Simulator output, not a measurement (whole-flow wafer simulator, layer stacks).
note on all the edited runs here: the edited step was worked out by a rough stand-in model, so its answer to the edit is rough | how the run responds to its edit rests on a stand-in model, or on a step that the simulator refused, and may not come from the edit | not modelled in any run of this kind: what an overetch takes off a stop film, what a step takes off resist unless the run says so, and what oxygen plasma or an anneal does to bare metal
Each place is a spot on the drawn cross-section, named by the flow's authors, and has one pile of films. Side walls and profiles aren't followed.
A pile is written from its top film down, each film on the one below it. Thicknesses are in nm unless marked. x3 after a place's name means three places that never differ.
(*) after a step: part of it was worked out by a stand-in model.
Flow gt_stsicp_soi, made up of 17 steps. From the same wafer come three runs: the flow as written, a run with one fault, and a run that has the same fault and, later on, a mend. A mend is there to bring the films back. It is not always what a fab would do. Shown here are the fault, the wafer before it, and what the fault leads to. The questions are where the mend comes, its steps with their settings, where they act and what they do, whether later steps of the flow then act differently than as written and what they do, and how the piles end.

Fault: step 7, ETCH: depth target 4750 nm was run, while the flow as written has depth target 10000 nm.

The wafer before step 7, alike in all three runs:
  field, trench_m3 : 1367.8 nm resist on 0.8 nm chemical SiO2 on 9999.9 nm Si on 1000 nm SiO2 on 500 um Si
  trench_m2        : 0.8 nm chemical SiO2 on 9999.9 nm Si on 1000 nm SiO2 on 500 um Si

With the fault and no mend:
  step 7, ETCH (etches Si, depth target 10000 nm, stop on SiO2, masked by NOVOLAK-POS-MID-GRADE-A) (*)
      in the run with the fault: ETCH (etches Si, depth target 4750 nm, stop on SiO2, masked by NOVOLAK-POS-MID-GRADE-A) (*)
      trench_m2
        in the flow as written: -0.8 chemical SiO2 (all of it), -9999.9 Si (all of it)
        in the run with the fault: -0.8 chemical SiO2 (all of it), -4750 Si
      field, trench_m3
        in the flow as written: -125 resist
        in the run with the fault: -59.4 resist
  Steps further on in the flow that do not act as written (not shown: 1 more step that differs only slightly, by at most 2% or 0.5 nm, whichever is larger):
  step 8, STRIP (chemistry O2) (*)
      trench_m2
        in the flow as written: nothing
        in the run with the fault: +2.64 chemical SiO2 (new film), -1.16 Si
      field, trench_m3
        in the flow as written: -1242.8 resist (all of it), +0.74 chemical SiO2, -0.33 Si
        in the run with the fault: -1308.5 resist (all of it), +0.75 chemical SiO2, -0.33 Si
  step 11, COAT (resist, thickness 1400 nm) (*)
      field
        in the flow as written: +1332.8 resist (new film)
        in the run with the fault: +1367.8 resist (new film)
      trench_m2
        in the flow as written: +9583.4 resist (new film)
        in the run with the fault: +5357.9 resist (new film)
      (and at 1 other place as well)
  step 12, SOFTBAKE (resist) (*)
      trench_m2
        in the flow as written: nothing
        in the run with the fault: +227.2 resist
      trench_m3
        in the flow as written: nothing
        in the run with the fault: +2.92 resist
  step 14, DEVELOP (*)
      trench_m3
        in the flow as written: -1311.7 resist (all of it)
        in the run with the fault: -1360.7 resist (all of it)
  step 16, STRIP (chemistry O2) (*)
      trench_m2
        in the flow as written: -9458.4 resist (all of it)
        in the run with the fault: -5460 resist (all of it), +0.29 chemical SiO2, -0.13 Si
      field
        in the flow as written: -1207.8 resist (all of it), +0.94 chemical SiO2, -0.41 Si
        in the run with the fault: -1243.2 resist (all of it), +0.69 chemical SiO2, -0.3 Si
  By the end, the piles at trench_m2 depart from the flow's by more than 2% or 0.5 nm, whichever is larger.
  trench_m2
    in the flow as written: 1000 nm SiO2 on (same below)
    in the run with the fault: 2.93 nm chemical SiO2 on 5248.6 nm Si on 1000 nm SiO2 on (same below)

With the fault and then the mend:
  The mend stands after step 7.
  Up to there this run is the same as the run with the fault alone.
  step 7a, ETCH (etches Si, depth target 5250 nm, stop on SiO2, masked by NOVOLAK-POS-MID-GRADE-A) (*) (a further turn of the flow's step 7, with different settings)
      field, trench_m3
        -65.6 resist
      trench_m2
        -5249.9 Si (all of it)
  Later steps of the flow that are run all act as written at every place that is followed.
  At every place that both follow, the piles at the end match the flow's.
